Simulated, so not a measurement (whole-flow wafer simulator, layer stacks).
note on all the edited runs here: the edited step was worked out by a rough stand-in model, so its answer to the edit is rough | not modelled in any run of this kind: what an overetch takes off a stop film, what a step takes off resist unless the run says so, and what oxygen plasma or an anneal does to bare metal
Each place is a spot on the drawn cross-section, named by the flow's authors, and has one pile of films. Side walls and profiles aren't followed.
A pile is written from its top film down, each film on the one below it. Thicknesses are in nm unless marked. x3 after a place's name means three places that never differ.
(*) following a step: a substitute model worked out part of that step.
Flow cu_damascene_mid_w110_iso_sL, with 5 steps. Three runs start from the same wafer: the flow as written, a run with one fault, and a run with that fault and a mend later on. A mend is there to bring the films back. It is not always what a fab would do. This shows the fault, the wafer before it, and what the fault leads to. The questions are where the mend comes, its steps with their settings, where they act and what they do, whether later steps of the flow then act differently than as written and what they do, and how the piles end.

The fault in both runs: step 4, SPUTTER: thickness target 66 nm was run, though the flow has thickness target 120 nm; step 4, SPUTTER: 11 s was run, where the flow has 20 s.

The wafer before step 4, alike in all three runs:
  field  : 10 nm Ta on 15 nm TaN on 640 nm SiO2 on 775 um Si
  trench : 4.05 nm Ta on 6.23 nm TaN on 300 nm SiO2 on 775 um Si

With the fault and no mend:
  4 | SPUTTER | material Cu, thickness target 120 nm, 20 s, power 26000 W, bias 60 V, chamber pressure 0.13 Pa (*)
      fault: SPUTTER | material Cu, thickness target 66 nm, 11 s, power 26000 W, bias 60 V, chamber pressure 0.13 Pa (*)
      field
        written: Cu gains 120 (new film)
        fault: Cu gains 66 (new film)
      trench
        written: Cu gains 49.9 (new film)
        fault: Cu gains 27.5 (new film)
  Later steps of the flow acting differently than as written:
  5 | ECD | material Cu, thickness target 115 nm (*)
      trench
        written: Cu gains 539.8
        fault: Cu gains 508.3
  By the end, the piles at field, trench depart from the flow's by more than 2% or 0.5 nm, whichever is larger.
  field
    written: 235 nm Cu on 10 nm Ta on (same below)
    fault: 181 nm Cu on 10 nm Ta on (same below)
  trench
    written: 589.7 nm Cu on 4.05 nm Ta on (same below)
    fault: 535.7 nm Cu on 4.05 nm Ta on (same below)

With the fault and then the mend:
  The mend stands after step 4.
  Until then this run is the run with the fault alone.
  4a | SPUTTER | material Cu, thickness target 54 nm, 9 s, power 26000 W, bias 60 V, chamber pressure 0.13 Pa (*) (the flow's step 4 again, with other settings)
      field
        Cu gains 54
      trench
        Cu gains 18
  Later steps of the flow that are run all act as written at every place that is followed, up to a difference of at most 2% or 0.5 nm, whichever is larger.
  The piles end the same as the flow's at every place that both follow.
